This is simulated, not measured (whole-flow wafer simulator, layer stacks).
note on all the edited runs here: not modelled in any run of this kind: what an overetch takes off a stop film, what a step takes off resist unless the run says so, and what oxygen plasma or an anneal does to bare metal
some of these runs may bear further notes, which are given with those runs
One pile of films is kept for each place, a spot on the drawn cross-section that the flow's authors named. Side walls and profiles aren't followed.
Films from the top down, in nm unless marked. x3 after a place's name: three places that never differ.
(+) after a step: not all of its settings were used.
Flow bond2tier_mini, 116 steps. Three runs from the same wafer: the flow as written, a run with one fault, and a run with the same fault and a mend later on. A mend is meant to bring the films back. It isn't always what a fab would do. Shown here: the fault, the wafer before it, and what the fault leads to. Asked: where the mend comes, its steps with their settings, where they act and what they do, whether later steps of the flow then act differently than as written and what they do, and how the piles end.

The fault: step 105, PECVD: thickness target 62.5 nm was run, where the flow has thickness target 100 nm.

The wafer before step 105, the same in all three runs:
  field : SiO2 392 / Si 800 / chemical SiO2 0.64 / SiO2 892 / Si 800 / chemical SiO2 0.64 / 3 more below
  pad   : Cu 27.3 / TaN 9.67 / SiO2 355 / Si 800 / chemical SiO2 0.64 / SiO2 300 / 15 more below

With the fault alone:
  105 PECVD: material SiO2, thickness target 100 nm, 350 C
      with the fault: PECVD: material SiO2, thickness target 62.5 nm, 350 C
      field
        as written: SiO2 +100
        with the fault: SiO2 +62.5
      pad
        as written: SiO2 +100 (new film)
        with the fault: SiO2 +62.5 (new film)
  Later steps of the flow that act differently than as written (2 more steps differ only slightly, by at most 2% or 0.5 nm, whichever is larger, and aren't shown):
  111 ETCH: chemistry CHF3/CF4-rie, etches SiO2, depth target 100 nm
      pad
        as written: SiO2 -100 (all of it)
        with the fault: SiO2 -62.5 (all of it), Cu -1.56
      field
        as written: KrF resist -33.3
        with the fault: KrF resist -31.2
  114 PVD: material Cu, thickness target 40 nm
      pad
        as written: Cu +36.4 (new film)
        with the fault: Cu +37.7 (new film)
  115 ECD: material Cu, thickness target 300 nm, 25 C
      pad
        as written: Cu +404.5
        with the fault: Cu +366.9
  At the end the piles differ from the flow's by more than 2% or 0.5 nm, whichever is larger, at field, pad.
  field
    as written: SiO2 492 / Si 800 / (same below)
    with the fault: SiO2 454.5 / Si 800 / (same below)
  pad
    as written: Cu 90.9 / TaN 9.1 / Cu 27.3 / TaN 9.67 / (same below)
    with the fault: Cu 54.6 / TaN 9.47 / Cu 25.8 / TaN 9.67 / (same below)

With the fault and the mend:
  The mend comes after step 110.
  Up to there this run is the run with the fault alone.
  110a STRIP: chemistry O2, over-ash 100% (+)
      field
        KrF resist -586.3 (all of it)
  110b PECVD: material SiO2, thickness target 37.5 nm, 350 C (the flow's step 105 once more, with other settings)
      field, pad
        SiO2 +37.5
  110c COAT: KrF resist, thickness 600 nm (the flow's step 106 once more)
      field, pad
        KrF resist +600 (new film)
  110d SOFTBAKE: KrF resist (the flow's step 107 once more)
      changes no film at any place that is followed
  110e EXPOSE: photomask T3PAD, NA 0.6 (the flow's step 108 once more)
      changes no film at any place that is followed
  110f PEB: KrF resist (the flow's step 109 once more)
      changes no film at any place that is followed
  110g DEVELOP: developer TMAH-0.26N, 60 s (the flow's step 110 once more)
      field
        KrF resist -13.7
      pad
        KrF resist -600 (all of it)
  No later step of the flow acts differently than as written at any place that is followed.
  At the end the piles are the same as the flow's at every place that both follow.
